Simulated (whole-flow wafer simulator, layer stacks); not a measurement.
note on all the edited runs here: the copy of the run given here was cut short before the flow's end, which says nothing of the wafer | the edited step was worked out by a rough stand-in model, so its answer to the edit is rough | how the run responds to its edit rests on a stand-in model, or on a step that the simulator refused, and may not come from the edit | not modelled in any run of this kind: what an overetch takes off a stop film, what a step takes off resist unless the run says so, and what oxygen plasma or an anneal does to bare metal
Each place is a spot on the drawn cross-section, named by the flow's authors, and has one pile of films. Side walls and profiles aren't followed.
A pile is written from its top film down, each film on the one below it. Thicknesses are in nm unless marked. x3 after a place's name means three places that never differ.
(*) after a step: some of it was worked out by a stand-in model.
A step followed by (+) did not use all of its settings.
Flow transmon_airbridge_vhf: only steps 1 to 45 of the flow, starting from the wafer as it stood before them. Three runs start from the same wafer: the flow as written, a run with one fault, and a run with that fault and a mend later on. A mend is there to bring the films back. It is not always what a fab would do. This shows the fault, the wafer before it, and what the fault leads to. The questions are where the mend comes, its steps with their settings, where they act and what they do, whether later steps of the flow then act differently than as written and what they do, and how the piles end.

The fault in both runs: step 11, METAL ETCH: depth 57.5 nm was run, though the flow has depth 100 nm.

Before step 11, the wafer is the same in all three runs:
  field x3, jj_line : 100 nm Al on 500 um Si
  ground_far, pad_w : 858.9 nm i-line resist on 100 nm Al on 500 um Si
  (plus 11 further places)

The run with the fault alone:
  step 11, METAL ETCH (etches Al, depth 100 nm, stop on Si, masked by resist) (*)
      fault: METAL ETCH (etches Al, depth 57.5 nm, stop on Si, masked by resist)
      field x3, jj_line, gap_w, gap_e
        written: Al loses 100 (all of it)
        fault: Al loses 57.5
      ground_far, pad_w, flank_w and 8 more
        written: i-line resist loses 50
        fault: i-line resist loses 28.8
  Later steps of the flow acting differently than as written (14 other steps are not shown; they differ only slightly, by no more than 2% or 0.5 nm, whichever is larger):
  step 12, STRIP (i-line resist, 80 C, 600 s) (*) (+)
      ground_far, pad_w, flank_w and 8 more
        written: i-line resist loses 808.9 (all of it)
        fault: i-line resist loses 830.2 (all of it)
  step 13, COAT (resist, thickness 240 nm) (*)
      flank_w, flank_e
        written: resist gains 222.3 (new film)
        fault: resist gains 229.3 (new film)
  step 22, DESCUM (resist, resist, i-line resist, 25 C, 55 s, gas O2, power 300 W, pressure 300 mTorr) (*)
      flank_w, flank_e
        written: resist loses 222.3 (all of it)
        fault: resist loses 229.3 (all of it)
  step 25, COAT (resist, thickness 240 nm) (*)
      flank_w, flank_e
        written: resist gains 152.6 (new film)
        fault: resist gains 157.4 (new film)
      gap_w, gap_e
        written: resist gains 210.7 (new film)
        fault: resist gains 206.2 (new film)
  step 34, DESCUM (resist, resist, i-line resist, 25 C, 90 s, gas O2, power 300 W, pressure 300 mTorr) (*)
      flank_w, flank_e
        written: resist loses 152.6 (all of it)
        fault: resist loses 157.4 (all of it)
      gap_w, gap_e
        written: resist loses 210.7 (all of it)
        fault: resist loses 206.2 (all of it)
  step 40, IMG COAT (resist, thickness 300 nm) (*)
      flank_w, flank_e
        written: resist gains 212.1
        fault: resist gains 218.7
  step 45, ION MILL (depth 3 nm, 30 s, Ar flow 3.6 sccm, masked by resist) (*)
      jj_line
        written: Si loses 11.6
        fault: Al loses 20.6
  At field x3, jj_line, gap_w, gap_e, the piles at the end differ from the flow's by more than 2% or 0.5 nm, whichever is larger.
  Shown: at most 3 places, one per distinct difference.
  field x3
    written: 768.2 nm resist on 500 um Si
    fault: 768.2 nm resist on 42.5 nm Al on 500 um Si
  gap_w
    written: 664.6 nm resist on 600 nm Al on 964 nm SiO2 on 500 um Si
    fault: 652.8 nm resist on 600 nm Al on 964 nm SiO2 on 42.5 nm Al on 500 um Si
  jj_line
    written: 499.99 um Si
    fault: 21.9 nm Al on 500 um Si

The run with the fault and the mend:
  After step 12 comes the mend.
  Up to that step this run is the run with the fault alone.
  step 12a, COAT (i-line resist, thickness 900 nm) (*) (a further turn of the flow's step 6)
      field x3, jj_line, trace_open_s x2, margin_s, bridge_strip, margin_n
        i-line resist gains 900 (new film)
      pad_w, pad_e
        i-line resist gains 892.9 (new film)
      flank_w, flank_e
        i-line resist gains 886.5 (new film)
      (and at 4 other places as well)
  step 12b, SOFTBAKE (i-line resist, 90 C, 90 s) (a further turn of the flow's step 7)
      flank_w, flank_e
        i-line resist loses 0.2
      gap_w, gap_e
        i-line resist gains 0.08
      cpw_trace
        i-line resist loses 0.04
  step 12c, EXPOSE (i-line resist, thickness 900 nm, photomask AB CPW, dose 155.4 mJ/cm2, NA 0.45, wavelength 365 nm) (*) (a further turn of the flow's step 8)
      leaves every film unchanged at each place that is followed
  step 12d, PEB (i-line resist, 110 C, 60 s) (a further turn of the flow's step 9)
      field x3, jj_line, trace_open_s x2, margin_s, bridge_strip, margin_n
        i-line resist loses 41
      pad_w, pad_e
        i-line resist loses 40.7
      flank_w, flank_e
        i-line resist loses 40.4
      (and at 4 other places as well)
  step 12e, DEVELOP (i-line resist, thickness 900 nm, developer developer-B, 60 s) (a further turn of the flow's step 10)
      trace_open_s x2, margin_s, bridge_strip, margin_n
        i-line resist loses 0.03
      field x3, jj_line
        i-line resist loses 859 (all of it)
      gap_w, gap_e
        i-line resist loses 889 (all of it)
  step 12f, METAL ETCH (etches Al, depth 42.5 nm, stop on Si, masked by resist) (*) (a further turn of the flow's step 11, with different settings)
      ground_far, pad_w, flank_w and 8 more
        i-line resist loses 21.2
      field x3, jj_line, gap_w, gap_e
        Al loses 42.5 (all of it)
  step 12g, STRIP (i-line resist, 80 C, 600 s) (*) (+) (a further turn of the flow's step 12)
      trace_open_s x2, margin_s, bridge_strip, margin_n
        i-line resist loses 837.7 (all of it)
      pad_w, pad_e
        i-line resist loses 830.9 (all of it)
      flank_w, flank_e
        i-line resist loses 824.6 (all of it)
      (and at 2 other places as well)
  Every later step of the flow that is run acts as written at every place that is followed.
  At every place that both follow, the piles at the end match the flow's.
